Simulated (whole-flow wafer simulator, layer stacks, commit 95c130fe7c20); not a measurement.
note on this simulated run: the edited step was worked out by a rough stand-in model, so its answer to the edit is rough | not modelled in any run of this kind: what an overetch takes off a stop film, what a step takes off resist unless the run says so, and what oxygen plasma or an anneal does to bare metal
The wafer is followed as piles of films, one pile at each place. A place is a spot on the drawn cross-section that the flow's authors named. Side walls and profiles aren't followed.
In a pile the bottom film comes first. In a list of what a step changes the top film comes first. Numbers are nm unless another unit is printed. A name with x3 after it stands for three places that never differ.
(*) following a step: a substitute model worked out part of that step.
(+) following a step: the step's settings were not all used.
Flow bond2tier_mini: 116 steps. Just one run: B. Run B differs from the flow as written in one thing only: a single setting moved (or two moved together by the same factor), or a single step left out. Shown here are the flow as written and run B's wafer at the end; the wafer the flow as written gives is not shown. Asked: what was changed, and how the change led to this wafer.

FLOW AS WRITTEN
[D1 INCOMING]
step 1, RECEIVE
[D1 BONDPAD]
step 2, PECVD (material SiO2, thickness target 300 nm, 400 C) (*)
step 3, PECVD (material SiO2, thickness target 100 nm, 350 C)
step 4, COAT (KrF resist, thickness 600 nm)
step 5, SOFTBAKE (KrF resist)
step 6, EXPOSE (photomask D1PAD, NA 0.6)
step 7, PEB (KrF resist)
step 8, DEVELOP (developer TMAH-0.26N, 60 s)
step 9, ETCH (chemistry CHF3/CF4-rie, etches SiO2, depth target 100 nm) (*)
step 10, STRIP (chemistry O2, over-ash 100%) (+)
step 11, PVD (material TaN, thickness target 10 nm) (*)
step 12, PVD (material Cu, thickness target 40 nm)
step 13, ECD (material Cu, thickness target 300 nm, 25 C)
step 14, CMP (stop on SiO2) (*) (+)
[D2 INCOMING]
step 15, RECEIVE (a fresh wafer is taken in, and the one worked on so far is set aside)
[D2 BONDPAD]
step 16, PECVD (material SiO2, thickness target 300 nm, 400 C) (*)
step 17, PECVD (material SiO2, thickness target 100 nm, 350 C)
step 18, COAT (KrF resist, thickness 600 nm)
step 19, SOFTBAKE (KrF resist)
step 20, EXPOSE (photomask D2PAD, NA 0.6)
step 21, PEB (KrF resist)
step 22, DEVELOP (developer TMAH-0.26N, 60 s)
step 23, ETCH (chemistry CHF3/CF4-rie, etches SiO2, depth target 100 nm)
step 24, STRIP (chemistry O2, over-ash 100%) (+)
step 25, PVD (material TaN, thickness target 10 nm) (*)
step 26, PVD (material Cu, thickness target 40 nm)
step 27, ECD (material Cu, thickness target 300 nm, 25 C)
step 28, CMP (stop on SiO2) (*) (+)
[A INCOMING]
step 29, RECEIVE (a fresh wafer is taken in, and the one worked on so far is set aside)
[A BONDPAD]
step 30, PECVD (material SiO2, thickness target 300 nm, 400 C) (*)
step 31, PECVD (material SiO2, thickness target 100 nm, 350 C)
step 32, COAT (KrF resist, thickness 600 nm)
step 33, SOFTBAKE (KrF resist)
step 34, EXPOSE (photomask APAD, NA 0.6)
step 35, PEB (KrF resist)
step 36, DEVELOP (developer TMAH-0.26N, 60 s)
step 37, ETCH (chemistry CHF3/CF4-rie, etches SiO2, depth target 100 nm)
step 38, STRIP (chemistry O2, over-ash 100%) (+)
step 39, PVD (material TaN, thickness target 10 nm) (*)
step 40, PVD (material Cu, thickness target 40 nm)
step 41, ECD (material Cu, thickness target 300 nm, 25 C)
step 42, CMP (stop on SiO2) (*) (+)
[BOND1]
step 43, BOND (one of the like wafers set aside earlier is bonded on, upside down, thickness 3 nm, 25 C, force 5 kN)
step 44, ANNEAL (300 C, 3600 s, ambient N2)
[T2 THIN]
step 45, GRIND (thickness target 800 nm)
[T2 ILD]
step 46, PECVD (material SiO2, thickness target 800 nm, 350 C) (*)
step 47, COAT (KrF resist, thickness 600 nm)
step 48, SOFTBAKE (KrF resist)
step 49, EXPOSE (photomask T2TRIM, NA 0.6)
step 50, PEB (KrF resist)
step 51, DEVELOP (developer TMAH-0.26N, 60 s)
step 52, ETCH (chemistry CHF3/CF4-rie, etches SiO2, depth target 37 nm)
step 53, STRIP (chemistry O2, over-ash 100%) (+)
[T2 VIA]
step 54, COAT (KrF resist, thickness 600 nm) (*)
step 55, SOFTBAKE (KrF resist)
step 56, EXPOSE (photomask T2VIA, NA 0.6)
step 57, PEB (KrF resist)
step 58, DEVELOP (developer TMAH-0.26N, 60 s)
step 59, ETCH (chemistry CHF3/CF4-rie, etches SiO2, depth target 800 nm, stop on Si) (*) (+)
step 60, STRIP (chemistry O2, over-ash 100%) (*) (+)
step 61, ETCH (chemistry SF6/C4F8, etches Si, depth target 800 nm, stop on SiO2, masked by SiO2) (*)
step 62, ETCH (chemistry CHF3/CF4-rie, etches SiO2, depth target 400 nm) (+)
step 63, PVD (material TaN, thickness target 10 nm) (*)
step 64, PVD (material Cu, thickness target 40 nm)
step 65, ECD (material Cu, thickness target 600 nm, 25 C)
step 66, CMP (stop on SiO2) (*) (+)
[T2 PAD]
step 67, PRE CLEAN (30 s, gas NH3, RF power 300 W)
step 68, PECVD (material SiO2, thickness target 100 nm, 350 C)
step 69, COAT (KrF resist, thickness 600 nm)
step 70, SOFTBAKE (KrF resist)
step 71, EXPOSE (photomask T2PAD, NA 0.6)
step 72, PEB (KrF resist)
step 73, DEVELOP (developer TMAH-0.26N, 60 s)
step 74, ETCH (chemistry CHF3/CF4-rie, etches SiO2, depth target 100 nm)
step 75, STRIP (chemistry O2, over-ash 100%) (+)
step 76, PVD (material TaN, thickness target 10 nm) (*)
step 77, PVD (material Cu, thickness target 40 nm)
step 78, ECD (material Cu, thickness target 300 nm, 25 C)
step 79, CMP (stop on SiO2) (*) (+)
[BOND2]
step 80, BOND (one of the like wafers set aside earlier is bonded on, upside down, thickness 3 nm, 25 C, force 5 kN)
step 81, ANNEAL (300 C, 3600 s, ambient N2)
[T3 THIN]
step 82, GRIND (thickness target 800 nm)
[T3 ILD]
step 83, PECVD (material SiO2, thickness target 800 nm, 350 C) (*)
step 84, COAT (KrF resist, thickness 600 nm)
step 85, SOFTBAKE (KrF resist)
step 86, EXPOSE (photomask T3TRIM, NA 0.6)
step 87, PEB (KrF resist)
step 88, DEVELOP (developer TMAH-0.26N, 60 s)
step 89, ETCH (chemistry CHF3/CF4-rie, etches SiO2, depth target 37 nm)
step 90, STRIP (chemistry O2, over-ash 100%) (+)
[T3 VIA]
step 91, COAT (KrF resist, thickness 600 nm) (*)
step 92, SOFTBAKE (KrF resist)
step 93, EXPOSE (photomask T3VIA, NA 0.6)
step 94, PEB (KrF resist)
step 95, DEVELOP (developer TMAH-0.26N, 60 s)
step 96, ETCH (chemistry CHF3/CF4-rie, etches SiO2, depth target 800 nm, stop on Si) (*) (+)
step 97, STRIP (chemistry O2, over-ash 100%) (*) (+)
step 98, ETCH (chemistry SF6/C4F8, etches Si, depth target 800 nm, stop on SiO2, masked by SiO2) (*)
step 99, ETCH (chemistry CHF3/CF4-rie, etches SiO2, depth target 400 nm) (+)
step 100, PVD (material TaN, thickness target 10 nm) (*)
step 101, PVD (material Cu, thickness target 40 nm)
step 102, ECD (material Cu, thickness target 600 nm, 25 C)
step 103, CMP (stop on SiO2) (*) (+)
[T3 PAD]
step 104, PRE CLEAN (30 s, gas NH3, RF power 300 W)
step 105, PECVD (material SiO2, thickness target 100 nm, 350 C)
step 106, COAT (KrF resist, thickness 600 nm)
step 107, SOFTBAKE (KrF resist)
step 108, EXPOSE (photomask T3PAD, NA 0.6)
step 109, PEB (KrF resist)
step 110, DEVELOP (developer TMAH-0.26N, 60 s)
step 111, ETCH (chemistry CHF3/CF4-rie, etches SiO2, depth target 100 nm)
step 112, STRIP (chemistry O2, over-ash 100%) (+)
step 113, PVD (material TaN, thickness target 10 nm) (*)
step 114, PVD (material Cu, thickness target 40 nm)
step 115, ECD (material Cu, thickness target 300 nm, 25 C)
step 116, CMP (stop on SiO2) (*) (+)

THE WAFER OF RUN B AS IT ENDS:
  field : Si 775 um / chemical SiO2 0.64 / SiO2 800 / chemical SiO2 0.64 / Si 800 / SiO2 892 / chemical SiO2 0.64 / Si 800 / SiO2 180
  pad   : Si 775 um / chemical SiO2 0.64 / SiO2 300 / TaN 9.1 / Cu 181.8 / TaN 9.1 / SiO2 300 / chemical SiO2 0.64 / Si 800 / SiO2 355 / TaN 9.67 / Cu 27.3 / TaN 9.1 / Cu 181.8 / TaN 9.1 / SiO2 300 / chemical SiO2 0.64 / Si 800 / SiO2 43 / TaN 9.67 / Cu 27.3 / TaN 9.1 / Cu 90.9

The reason: step 83, PECVD: thickness target 488 nm was run, whereas the flow has thickness target 800 nm.

Step by step, how the change led to this:
  step 83, PECVD (material SiO2, thickness target 800 nm, 350 C) (*)
      field, pad: +488 SiO2 (new film) (in the flow as written it would be: +800 SiO2 (new film))
  step 96, ETCH (chemistry CHF3/CF4-rie, etches SiO2, depth target 800 nm, stop on Si) (*) (+)
      field, pad: -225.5 KrF resist (in the flow as written it would be: -266.7 KrF resist)
  step 97, STRIP (chemistry O2, over-ash 100%) (*) (+)
      field: -345.1 KrF resist (all of it) (in the flow as written it would be: -303.9 KrF resist (all of it))
      pad: -377.1 KrF resist (all of it) (in the flow as written it would be: -336 KrF resist (all of it))
